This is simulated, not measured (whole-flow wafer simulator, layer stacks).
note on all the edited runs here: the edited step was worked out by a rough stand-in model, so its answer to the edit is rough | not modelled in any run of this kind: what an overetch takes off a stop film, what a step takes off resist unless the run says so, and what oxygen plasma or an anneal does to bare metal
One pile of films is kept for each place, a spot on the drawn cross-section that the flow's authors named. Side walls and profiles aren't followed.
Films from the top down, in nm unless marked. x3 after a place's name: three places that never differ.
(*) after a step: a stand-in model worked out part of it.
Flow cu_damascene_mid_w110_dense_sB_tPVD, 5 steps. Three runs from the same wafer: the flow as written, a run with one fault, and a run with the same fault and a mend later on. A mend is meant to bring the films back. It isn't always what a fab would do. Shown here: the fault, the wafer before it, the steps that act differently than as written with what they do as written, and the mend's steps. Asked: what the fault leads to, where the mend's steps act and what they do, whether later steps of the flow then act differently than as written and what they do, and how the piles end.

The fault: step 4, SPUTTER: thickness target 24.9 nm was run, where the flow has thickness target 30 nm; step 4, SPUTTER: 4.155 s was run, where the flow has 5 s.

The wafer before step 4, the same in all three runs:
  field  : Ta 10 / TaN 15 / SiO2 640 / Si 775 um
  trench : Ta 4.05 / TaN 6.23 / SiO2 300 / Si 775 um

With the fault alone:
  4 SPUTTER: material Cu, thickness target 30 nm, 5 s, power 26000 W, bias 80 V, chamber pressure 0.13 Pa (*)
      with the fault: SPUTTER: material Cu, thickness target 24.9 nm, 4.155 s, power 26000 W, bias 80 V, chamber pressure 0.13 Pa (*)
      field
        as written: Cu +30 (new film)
        with the fault: Cu +24.9 (new film)
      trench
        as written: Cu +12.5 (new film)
        with the fault: Cu +10.4 (new film)
  No later step of the flow acts differently than as written, at any place that is followed, by more than 2% or 0.5 nm, whichever is larger.
  At the end the piles differ from the flow's by more than 2% or 0.5 nm, whichever is larger, at field.
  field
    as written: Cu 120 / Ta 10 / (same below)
    with the fault: Cu 114.9 / Ta 10 / (same below)

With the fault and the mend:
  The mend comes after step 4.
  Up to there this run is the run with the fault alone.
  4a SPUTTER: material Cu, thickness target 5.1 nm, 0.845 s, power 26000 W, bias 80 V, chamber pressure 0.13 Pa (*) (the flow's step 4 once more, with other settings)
      field
        Cu +5.1
      trench
        Cu +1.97
  No later step of the flow acts differently than as written, at any place that is followed, by more than 2% or 0.5 nm, whichever is larger.
  At the end the piles are the same as the flow's at every place that both follow.
